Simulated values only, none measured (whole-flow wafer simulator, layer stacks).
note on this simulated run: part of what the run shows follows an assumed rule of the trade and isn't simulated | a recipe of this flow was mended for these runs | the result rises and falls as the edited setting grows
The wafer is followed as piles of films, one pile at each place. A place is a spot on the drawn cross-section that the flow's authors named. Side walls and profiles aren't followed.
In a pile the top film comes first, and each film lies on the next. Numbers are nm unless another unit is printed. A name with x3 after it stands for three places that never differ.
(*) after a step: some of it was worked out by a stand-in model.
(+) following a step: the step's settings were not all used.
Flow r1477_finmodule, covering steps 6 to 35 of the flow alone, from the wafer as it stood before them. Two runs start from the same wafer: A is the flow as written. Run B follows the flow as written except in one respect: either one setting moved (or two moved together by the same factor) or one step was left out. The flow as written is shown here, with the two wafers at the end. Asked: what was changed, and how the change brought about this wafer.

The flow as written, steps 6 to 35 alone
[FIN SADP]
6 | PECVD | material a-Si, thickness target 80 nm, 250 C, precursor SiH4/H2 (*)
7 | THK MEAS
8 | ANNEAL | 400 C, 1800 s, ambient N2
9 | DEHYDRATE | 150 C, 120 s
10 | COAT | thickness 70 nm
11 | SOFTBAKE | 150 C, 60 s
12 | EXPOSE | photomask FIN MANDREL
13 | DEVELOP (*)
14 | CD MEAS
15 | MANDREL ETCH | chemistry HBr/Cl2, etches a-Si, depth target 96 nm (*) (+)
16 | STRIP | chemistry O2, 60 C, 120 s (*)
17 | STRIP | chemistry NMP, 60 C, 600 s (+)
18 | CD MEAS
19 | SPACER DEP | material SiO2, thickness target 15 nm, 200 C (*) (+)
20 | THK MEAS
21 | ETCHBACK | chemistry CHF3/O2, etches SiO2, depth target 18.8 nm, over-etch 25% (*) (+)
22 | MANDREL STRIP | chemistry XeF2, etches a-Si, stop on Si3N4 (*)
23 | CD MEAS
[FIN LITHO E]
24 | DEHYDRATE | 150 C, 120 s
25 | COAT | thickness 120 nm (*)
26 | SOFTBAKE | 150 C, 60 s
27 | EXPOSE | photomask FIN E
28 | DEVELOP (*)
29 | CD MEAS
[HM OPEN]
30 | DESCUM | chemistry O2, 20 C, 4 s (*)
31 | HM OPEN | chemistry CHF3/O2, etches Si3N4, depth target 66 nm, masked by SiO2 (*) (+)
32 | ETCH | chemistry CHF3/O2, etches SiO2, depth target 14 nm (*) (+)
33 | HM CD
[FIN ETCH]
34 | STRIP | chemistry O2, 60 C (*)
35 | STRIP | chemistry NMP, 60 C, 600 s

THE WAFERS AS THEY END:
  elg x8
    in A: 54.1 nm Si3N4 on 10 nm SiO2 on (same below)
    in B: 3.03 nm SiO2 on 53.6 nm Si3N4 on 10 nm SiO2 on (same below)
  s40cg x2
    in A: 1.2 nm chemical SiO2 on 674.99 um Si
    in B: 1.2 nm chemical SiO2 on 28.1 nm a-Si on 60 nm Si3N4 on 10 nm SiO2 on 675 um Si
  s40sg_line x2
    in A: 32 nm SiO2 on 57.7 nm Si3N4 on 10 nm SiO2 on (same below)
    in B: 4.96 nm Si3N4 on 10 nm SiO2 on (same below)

The reason: step 6, PECVD: thickness target 51.2 nm was run, whereas the flow has thickness target 80 nm; step 21, ETCHBACK: depth target 12 nm was run, where the flow has depth target 18.8 nm.

How this came from the change, step by step:
  6 | PECVD | material a-Si, thickness target 80 nm, 250 C, precursor SiH4/H2 (*)
      pad x2, elg x8, esg x2 and 24 more: A a-Si gains 80 (new film) | B a-Si gains 51.2 (new film)
  15 | MANDREL ETCH | chemistry HBr/Cl2, etches a-Si, depth target 96 nm (*) (+)
      pad x2, elg x8, esg x2 and 18 more: A a-Si loses 80 (all of it), Si3N4 loses 2.29 | B a-Si loses 51.2 (all of it), Si3N4 loses 6.4
  21 | ETCHBACK | chemistry CHF3/O2, etches SiO2, depth target 18.8 nm, over-etch 25% (*) (+)
      pad x2, elg x8, esg x2 and 12 more: A SiO2 loses 15 (all of it), Si3N4 loses 3.62 | B SiO2 loses 12
      s40cg x2, s45cg x2, s50cg x2: A SiO2 loses 15 (all of it), chemical SiO2 loses 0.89 (all of it), a-Si loses 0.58 | B SiO2 loses 12
  22 | MANDREL STRIP | chemistry XeF2, etches a-Si, stop on Si3N4 (*)
      s40cg x2, s45cg x2, s50cg x2: A a-Si loses 79 (all of it) | B nothing
  25 | COAT | thickness 120 nm (*)
      s40cg x2: A e-beam-resist gains 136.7 (new film) | B e-beam-resist gains 84.6 (new film)
      s40sg_line x2: A e-beam-resist gains 60 (new film) | B e-beam-resist gains 130.7 (new film)
      (and at 10 other places as well)
  28 | DEVELOP (*)
      s40cg x2: A e-beam-resist loses 136.7 (all of it) | B e-beam-resist loses 84.6 (all of it)
      s40sg_line x2: A e-beam-resist loses 60 (all of it) | B e-beam-resist loses 130.7 (all of it)
      (and at 10 other places as well)
  31 | HM OPEN | chemistry CHF3/O2, etches Si3N4, depth target 66 nm, masked by SiO2 (*) (+)
      pad x2, esg x2, e40sg x2, e100sg x2, e200sg x2, s40sg x2, s45sg x2, s50sg x2: A Si3N4 loses 54.1 (all of it), SiO2 loses 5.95 | B SiO2 loses 3.03 (all of it), Si3N4 loses 53.6 (all of it), SiO2 loses 3.17
      s40cg x2, s45cg x2, s50cg x2: A Si3N4 loses 60 (all of it), SiO2 loses 3 | B SiO2 loses 3.05 (all of it), chemical SiO2 loses 0.89 (all of it), a-Si loses 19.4
      (and at 6 other places as well)
  32 | ETCH | chemistry CHF3/O2, etches SiO2, depth target 14 nm (*) (+)
      s40cg x2, s45cg x2, s50cg x2: A SiO2 loses 7 (all of it), Si loses 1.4 | B a-Si loses 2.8
      s40sg_line x2, s45sg_line x2: A SiO2 loses 14 | B Si3N4 loses 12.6
      (and at 18 other places as well)
  34 | STRIP | chemistry O2, 60 C (*)
      s40cg x2, s45cg x2, s50cg x2: A chemical SiO2 gains 1.2 (new film), Si loses 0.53 | B chemical SiO2 gains 1.2 (new film), a-Si loses 0.53
